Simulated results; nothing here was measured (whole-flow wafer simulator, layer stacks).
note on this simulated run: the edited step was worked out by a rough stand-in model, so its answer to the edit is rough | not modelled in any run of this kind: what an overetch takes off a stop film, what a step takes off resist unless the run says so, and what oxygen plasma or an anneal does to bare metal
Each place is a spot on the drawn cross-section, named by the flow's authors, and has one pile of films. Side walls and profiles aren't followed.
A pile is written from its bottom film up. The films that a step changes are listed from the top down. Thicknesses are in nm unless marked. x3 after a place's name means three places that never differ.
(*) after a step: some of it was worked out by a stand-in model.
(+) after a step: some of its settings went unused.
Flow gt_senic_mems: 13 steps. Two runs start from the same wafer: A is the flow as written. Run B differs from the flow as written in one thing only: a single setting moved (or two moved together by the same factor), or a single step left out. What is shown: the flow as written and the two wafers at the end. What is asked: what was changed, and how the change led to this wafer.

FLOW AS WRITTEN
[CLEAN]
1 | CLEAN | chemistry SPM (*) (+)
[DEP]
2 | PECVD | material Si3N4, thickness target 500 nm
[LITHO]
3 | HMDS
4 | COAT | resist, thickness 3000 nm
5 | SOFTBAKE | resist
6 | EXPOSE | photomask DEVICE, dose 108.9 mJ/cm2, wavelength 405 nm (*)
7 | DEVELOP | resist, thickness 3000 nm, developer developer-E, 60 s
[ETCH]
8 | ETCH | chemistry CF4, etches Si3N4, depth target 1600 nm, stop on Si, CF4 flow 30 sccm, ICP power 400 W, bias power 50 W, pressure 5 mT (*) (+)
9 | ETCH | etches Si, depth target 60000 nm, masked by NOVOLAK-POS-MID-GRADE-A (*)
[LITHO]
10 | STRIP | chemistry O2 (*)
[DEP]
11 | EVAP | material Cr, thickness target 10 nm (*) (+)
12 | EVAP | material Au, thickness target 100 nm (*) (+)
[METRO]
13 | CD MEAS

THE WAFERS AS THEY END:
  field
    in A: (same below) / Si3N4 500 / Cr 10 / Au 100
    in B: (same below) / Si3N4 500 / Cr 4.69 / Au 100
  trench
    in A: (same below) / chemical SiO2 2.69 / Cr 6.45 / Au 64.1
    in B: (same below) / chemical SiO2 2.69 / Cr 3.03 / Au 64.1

Cause: step 11, EVAP: thickness target 4.69 nm was run, whereas the flow has thickness target 10 nm.
One can read it off the wafer: field has Cr 4.69, and step 11 as written asks for 10 nm.

How this came from the change, step by step:
  11 | EVAP | material Cr, thickness target 10 nm (*) (+)
      field: A Cr gains 10 (new film) | B Cr gains 4.69 (new film)
      trench: A Cr gains 6.45 (new film) | B Cr gains 3.03 (new film)
